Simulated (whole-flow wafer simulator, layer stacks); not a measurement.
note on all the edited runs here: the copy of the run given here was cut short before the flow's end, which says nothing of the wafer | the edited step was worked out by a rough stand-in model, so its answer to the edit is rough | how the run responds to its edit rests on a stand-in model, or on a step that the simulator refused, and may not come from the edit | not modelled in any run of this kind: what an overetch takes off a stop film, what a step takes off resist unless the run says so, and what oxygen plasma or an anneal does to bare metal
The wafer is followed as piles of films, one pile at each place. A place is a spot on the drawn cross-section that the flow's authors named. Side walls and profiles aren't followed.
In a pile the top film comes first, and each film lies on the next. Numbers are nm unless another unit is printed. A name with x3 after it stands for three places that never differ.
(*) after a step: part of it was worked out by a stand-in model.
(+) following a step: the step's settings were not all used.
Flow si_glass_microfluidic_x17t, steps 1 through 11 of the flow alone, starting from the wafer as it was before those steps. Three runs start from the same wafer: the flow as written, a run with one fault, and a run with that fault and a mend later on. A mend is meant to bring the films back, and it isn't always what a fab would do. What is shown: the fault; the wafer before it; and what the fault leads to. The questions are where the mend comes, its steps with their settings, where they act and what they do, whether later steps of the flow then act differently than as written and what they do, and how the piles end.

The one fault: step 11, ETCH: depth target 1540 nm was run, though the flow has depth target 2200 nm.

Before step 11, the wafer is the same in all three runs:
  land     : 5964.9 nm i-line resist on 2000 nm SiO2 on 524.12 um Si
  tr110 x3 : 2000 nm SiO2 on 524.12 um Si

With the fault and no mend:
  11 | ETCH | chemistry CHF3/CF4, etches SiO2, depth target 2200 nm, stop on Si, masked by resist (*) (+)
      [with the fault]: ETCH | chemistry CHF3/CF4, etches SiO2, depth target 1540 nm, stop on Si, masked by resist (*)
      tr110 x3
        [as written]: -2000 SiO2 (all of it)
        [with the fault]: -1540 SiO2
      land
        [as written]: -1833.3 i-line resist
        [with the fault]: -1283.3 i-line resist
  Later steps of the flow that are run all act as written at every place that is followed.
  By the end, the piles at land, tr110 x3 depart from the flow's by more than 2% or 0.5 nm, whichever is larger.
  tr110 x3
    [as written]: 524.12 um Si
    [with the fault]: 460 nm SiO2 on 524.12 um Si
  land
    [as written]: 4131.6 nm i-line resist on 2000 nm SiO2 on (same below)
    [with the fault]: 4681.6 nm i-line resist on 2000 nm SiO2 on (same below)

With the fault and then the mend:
  The mend stands after step 11.
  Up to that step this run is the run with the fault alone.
  11a | ETCH | chemistry CHF3/CF4, etches SiO2, depth target 660 nm, stop on Si, masked by resist (*) (+) (a further turn of the flow's step 11, with different settings)
      tr110 x3
        -460 SiO2 (all of it)
      land
        -550 i-line resist
  Later steps of the flow that are run all act as written at every place that is followed.
  The piles end the same as the flow's at every place that both follow.
